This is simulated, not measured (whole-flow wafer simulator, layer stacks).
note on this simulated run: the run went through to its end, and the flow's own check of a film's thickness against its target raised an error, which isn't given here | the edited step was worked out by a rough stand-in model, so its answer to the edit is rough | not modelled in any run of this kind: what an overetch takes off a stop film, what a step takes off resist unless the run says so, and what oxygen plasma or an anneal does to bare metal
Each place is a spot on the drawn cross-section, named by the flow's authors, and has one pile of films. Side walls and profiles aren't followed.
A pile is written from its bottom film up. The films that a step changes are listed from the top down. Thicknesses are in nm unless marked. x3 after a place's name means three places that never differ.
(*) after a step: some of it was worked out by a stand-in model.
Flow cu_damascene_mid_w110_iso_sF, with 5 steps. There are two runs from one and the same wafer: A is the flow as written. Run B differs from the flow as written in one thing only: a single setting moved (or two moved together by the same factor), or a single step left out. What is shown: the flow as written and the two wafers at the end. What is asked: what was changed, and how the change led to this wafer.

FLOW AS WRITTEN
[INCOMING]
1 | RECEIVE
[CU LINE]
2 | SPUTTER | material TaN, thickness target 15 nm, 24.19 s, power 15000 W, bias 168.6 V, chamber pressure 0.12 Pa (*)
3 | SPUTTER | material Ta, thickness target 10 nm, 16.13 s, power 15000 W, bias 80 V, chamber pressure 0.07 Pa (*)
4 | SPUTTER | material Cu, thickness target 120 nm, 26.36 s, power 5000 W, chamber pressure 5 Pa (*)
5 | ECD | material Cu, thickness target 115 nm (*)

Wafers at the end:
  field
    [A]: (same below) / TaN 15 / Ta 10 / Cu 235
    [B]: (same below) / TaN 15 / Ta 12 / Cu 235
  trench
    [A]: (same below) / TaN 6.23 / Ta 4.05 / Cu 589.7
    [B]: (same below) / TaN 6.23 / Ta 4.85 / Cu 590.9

The reason: step 3, SPUTTER: thickness target 12 nm was run, though the flow has thickness target 10 nm.
The wafer lets one read it off: field has Ta 12, and step 3 as written asks for 10 nm.

The path from the change to this, step by step:
  3 | SPUTTER | material Ta, thickness target 10 nm, 16.13 s, power 15000 W, bias 80 V, chamber pressure 0.07 Pa (*)
      field: A Ta gains 10 (new film) | B Ta gains 12 (new film)
      trench: A Ta gains 4.05 (new film) | B Ta gains 4.85 (new film)
